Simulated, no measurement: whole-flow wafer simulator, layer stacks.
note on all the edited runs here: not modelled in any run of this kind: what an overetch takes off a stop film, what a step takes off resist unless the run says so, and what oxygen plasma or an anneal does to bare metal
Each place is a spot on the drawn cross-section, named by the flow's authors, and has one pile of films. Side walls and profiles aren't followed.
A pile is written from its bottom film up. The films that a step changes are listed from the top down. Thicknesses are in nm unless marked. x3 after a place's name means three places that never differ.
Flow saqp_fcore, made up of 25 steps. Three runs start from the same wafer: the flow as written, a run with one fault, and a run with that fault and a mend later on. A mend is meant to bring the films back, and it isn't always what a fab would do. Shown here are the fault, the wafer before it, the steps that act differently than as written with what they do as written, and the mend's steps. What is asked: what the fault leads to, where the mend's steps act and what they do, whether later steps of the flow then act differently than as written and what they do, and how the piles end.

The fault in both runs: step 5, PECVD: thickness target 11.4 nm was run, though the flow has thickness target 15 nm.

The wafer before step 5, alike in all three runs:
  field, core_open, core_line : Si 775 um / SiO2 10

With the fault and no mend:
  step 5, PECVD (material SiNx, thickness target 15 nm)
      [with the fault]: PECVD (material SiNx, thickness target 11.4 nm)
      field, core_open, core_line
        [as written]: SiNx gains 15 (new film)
        [with the fault]: SiNx gains 11.4 (new film)
  Later steps of the flow that are run all act as written at every place that is followed.
  At field, core_open, core_line, the piles at the end differ from the flow's by more than 2% or 0.5 nm, whichever is larger.
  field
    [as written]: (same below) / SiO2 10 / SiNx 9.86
    [with the fault]: (same below) / SiO2 10 / SiNx 6.26
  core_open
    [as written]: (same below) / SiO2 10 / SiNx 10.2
    [with the fault]: (same below) / SiO2 10 / SiNx 6.58
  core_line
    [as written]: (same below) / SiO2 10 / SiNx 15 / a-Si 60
    [with the fault]: (same below) / SiO2 10 / SiNx 11.4 / a-Si 60

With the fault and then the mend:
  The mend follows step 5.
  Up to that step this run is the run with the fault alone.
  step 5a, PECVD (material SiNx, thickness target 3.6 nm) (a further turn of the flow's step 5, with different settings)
      field, core_open, core_line
        SiNx gains 3.6
  Later steps of the flow that are run all act as written at every place that is followed.
  At every place that both follow, the piles at the end match the flow's.
